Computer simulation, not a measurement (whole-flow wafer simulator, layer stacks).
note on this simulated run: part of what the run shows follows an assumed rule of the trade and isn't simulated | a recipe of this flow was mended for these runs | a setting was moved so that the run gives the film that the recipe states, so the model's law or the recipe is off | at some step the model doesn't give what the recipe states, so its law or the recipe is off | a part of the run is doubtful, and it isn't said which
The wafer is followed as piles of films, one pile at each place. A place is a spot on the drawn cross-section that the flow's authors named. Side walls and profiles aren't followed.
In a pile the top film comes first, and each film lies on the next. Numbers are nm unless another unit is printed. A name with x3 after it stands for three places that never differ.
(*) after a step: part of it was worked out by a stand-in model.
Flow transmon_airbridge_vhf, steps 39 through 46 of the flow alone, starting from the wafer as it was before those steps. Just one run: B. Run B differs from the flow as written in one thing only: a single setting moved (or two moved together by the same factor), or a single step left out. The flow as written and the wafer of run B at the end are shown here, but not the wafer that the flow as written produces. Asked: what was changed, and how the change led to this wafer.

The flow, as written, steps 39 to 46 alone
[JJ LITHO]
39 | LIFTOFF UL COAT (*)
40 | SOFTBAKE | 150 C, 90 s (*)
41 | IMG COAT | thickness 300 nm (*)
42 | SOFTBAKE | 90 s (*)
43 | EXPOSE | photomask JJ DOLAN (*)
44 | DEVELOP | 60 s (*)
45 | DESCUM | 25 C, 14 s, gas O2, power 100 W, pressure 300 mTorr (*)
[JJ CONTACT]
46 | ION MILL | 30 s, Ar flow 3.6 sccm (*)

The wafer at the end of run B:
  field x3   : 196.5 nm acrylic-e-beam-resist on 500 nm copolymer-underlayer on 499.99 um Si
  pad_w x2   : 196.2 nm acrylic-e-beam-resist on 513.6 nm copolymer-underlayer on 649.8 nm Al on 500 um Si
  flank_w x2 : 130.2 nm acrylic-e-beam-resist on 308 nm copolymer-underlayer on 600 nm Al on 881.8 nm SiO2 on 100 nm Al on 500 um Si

The reason: step 41, IMG COAT: thickness 228 nm was run, while the flow as written has thickness 300 nm.

The path from the change to this, step by step:
  41 | IMG COAT | thickness 300 nm (*)
      field x3, jj_line, ground_far x3: +228 acrylic-e-beam-resist (new film) (it would be, as written: +300 acrylic-e-beam-resist (new film))
      pad_w x2: +227.7 acrylic-e-beam-resist (new film) (it would be, as written: +300.2 acrylic-e-beam-resist (new film))
      (also at 8 further places)
  44 | DEVELOP | 60 s (*)
      jj_line: -228 acrylic-e-beam-resist (all of it), -500 copolymer-underlayer (all of it) (it would be, as written: -300 acrylic-e-beam-resist (all of it), -500 copolymer-underlayer (all of it))
